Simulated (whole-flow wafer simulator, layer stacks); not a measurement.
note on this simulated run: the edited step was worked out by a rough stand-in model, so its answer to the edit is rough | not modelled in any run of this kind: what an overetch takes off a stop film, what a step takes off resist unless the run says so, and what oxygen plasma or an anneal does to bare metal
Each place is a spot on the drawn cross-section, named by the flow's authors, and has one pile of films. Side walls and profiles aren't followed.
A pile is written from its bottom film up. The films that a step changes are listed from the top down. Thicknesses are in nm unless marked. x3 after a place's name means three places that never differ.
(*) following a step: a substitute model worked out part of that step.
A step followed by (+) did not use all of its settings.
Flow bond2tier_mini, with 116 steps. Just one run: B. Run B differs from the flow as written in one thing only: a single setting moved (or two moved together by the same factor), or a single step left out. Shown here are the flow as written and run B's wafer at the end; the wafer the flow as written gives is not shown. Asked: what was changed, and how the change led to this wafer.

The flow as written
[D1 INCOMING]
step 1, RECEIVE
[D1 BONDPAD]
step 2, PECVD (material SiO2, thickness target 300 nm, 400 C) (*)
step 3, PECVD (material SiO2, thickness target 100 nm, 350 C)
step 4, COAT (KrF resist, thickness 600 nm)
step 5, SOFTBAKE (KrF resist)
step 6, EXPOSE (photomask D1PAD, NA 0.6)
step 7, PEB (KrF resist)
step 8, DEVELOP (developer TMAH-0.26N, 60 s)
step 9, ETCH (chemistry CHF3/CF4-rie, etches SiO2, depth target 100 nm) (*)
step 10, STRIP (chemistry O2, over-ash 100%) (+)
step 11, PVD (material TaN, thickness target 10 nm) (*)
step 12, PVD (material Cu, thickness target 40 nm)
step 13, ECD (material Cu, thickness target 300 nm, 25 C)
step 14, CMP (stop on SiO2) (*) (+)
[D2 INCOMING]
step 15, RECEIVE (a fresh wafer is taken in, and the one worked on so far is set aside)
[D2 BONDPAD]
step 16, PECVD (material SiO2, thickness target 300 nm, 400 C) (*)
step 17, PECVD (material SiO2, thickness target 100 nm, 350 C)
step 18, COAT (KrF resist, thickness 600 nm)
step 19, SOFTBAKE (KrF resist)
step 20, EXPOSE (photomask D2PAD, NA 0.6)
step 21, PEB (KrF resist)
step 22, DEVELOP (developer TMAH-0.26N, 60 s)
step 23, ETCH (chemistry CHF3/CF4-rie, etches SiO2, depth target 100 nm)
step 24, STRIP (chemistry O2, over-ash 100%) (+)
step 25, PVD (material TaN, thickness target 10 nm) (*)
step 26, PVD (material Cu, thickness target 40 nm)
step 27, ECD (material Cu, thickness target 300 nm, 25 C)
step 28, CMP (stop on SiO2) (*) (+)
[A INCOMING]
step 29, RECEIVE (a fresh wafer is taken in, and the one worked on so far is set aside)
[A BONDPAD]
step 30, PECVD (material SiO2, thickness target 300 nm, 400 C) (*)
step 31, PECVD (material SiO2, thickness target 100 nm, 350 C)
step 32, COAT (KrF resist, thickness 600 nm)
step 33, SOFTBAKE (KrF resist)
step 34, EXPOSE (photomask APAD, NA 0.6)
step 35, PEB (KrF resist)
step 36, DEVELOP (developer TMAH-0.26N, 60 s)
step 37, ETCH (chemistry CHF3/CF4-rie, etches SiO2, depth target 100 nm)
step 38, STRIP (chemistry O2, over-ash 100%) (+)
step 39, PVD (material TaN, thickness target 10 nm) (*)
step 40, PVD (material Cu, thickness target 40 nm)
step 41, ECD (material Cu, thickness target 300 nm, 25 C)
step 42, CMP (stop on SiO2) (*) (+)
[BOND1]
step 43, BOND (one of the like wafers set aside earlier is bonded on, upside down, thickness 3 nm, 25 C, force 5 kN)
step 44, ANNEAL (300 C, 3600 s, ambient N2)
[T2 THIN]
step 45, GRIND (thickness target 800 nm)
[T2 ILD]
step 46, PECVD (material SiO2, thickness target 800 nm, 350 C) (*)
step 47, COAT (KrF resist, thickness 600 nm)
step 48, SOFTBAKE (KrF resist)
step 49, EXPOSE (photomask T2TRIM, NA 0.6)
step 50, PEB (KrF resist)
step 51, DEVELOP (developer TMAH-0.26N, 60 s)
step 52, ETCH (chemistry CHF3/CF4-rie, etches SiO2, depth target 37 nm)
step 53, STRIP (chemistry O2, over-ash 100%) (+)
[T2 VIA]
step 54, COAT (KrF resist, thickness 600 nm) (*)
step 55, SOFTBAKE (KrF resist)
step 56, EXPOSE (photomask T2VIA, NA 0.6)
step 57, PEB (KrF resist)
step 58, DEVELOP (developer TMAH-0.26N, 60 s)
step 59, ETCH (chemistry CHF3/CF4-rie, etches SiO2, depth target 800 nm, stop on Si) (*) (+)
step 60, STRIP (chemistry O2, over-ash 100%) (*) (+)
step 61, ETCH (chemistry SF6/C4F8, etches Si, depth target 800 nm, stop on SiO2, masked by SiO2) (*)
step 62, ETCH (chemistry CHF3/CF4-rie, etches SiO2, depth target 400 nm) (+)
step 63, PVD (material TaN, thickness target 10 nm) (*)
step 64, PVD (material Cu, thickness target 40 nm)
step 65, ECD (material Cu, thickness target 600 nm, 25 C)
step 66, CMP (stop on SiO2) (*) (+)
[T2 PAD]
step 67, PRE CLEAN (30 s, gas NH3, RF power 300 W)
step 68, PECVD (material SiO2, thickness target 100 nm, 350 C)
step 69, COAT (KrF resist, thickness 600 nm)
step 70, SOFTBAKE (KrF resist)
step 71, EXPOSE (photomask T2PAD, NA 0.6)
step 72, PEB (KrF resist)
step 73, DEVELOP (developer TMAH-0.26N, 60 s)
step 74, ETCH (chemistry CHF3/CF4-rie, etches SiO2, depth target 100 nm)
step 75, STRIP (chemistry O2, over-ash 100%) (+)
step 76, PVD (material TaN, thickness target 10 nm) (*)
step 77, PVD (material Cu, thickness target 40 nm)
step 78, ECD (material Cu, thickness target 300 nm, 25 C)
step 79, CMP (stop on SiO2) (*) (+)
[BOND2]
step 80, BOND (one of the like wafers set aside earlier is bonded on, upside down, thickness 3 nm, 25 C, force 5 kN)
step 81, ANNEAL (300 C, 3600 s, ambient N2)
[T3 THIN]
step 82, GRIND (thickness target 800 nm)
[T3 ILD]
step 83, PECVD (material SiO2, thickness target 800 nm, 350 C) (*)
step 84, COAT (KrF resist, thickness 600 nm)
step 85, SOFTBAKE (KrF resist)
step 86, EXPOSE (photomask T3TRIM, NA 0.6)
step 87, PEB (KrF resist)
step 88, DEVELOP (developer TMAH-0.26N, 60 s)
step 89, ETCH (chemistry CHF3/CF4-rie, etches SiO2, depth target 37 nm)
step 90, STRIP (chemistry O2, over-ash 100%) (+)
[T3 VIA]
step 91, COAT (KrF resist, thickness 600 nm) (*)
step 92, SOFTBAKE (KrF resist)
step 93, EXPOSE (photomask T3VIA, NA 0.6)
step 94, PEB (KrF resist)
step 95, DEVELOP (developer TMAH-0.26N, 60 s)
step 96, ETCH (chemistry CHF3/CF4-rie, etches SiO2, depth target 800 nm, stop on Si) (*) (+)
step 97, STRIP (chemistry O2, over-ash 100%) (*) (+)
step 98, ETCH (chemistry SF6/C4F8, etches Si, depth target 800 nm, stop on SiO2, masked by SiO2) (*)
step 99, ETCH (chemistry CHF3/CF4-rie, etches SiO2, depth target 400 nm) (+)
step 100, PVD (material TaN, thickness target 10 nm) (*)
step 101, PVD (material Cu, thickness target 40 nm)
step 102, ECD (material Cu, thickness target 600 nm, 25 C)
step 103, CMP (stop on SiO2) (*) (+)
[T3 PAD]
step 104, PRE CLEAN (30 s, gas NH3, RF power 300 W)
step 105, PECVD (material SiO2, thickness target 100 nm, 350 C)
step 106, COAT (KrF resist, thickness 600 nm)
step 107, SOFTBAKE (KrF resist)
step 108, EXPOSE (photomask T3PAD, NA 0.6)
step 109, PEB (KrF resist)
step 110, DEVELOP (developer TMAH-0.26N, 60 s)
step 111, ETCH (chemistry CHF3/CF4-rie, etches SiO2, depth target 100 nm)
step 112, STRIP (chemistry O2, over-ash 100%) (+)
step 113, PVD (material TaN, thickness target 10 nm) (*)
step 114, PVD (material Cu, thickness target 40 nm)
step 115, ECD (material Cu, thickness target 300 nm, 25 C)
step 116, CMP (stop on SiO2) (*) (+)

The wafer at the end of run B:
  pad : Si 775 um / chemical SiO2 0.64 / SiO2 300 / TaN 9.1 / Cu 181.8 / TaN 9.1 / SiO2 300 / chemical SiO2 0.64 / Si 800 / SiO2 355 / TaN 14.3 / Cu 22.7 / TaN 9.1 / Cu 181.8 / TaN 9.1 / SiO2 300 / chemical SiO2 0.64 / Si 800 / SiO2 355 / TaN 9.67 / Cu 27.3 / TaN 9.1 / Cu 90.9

Cause: step 63, PVD: thickness target 14.8 nm was run, while the flow as written has thickness target 10 nm.

Step by step, how the change led to this:
  step 63, PVD (material TaN, thickness target 10 nm) (*)
      field: TaN gains 14.8 (new film) (as written it would have been: TaN gains 10 (new film))
      pad: TaN gains 14.3 (new film) (as written it would have been: TaN gains 9.67 (new film))
  step 66, CMP (stop on SiO2) (*) (+)
      field: Cu loses 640 (all of it), TaN loses 14.8 (all of it) (as written it would have been: Cu loses 640 (all of it), TaN loses 10 (all of it))
